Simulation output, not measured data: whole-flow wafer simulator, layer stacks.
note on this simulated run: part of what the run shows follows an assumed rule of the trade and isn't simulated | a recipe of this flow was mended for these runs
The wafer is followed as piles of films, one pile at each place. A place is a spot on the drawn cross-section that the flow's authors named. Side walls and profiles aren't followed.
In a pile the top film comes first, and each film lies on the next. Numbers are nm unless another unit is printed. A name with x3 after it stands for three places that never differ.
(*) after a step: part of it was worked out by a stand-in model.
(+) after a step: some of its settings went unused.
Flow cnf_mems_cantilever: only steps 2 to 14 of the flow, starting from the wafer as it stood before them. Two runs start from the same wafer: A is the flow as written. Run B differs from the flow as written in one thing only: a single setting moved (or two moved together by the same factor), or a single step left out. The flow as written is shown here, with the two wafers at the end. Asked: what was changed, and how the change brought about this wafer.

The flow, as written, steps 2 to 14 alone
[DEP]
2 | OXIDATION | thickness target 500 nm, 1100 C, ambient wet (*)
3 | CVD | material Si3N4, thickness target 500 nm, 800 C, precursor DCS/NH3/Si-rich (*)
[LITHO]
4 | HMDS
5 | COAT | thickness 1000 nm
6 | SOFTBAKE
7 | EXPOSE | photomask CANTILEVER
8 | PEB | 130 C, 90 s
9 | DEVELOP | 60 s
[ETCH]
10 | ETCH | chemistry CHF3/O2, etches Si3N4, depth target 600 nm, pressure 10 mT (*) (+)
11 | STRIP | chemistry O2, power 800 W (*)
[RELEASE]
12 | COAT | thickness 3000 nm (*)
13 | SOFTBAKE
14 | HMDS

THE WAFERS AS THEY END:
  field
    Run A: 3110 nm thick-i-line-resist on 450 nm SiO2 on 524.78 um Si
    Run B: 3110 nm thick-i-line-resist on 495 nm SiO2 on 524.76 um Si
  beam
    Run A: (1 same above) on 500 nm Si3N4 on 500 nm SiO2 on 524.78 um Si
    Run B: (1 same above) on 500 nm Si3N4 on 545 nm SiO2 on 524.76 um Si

What caused this: step 2, OXIDATION: 1123 C was run, though the flow has 1100 C.

Step by step, how the change led to this:
  2 | OXIDATION | thickness target 500 nm, 1100 C, ambient wet (*)
      field, beam: A +500 SiO2 (new film), -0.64 chemical SiO2 (all of it), -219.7 Si | B +545 SiO2 (new film), -0.64 chemical SiO2 (all of it), -239.5 Si
